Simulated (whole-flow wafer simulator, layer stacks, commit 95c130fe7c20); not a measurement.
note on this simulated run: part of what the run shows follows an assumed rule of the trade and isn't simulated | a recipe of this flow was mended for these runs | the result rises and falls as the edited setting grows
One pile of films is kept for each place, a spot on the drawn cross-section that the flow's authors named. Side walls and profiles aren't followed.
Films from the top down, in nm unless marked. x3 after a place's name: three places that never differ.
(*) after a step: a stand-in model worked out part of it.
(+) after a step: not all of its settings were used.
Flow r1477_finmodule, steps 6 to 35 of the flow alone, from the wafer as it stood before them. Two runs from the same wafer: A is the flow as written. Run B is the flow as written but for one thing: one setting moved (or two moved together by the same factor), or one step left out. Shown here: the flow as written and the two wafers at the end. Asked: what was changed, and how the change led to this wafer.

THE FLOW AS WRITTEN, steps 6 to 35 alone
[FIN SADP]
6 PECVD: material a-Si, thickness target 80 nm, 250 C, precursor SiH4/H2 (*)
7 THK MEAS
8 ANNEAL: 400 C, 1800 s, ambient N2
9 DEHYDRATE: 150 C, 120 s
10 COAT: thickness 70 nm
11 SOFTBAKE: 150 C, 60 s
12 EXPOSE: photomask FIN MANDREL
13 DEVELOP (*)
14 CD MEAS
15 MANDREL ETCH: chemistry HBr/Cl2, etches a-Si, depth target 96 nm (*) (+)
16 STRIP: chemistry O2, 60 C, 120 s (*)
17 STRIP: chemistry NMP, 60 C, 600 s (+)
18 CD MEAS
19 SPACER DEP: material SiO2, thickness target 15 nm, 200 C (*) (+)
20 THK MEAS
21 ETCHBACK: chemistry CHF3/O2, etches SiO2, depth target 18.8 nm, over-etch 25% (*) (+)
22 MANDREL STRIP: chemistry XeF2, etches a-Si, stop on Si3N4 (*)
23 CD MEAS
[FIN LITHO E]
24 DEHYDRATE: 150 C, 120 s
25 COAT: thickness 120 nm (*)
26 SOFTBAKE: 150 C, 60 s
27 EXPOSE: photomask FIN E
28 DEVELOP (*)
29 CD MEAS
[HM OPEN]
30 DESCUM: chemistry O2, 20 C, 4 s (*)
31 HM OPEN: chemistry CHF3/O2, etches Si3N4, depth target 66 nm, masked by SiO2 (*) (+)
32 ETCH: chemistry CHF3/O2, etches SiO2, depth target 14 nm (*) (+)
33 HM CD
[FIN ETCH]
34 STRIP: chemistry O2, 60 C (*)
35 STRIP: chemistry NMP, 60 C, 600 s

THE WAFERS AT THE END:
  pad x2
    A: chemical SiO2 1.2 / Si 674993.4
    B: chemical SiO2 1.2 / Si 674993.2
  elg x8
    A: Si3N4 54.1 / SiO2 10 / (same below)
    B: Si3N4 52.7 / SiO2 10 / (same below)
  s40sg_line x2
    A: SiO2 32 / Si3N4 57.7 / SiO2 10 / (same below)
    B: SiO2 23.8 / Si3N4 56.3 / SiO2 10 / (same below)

The cause: step 6, PECVD: thickness target 70.4 nm was run, where the flow has thickness target 80 nm.

How the change led to this, step by step:
  6 PECVD: material a-Si, thickness target 80 nm, 250 C, precursor SiH4/H2 (*)
      pad x2, elg x8, esg x2 and 24 more: A a-Si +80 (new film) | B a-Si +70.4 (new film)
  15 MANDREL ETCH: chemistry HBr/Cl2, etches a-Si, depth target 96 nm (*) (+)
      pad x2, elg x8, esg x2 and 18 more: A a-Si -80 (all of it), Si3N4 -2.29 | B a-Si -70.4 (all of it), Si3N4 -3.66
  22 MANDREL STRIP: chemistry XeF2, etches a-Si, stop on Si3N4 (*)
      s40cg x2, s45cg x2, s50cg x2: A a-Si -79 (all of it) | B a-Si -69.4 (all of it)
  25 COAT: thickness 120 nm (*)
      s40cg x2: A e-beam-resist +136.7 (new film) | B e-beam-resist +133.8 (new film)
      s40sg_line x2: A e-beam-resist +60 (new film) | B e-beam-resist +66.6 (new film)
      (and at 8 more places)
  28 DEVELOP (*)
      s40cg x2: A e-beam-resist -136.7 (all of it) | B e-beam-resist -133.8 (all of it)
      s40sg_line x2: A e-beam-resist -60 (all of it) | B e-beam-resist -66.6 (all of it)
      (and at 8 more places)
  31 HM OPEN: chemistry CHF3/O2, etches Si3N4, depth target 66 nm, masked by SiO2 (*) (+)
      pad x2, esg x2, e40sg x2, e100sg x2, e200sg x2, s40sg x2, s45sg x2, s50sg x2: A Si3N4 -54.1 (all of it), SiO2 -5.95 | B Si3N4 -52.7 (all of it), SiO2 -6.64
  32 ETCH: chemistry CHF3/O2, etches SiO2, depth target 14 nm (*) (+)
      pad x2, esg x2, e40sg x2, e100sg x2, e200sg x2, s40sg x2, s45sg x2, s50sg x2: A SiO2 -4.05 (all of it), Si -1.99 | B SiO2 -3.36 (all of it), Si -2.13
